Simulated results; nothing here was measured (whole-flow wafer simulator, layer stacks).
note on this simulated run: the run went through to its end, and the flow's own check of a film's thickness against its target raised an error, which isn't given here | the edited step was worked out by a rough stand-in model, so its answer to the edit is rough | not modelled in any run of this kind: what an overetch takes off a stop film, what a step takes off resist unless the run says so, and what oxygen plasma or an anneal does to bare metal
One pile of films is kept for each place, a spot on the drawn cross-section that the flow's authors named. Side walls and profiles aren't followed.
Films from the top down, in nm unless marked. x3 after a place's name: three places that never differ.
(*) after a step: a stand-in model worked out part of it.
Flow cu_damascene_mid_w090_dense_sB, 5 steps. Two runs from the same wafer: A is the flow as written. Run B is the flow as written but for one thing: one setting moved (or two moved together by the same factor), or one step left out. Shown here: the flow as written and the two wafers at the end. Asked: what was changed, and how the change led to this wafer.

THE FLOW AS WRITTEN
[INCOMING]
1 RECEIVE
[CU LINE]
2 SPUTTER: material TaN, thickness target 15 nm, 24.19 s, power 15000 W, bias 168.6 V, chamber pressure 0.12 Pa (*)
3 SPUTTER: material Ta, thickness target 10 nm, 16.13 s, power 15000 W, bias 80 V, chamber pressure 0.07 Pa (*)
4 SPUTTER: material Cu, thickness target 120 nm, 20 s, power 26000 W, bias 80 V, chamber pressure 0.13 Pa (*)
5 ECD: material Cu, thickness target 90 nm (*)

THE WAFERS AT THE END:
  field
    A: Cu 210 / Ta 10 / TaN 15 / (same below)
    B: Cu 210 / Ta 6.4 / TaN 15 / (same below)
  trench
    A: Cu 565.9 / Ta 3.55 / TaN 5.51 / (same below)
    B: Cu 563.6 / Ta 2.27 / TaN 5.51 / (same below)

The cause: step 3, SPUTTER: thickness target 6.4 nm was run, where the flow has thickness target 10 nm; step 3, SPUTTER: 10.34 s was run, where the flow has 16.13 s.
It can be read off the wafer: field has Ta 6.4, and step 3 as written asks for 10 nm.

How the change led to this, step by step:
  3 SPUTTER: material Ta, thickness target 10 nm, 16.13 s, power 15000 W, bias 80 V, chamber pressure 0.07 Pa (*)
      field: A Ta +10 (new film) | B Ta +6.4 (new film)
      trench: A Ta +3.55 (new film) | B Ta +2.27 (new film)
